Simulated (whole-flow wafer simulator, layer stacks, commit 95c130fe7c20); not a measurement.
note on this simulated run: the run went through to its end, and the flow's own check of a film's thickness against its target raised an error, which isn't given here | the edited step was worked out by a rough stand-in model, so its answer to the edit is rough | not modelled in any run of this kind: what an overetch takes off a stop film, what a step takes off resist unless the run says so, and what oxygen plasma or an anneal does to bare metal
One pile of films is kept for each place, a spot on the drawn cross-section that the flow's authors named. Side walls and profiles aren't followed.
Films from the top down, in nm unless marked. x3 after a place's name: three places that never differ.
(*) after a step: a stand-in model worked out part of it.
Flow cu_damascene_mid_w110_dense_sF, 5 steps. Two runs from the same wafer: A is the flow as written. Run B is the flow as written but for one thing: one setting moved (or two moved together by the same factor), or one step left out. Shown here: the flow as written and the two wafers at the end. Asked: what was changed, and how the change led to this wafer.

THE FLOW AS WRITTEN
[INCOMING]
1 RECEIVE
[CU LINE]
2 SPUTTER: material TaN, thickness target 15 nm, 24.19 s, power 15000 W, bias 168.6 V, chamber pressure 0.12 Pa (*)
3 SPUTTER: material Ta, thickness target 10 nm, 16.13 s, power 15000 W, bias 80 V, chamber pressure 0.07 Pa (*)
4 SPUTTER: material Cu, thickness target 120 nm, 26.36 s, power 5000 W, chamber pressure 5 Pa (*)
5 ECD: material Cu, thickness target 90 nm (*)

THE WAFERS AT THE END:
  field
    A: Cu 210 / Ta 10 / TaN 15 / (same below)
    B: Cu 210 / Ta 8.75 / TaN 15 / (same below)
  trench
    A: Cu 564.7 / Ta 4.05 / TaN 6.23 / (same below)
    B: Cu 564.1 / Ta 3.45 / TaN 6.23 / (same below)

The cause: step 3, SPUTTER: power 13120 W was run, where the flow has power 15000 W.

How the change led to this, step by step:
  3 SPUTTER: material Ta, thickness target 10 nm, 16.13 s, power 15000 W, bias 80 V, chamber pressure 0.07 Pa (*)
      field: A Ta +10 (new film) | B Ta +8.75 (new film)
      trench: A Ta +4.05 (new film) | B Ta +3.45 (new film)
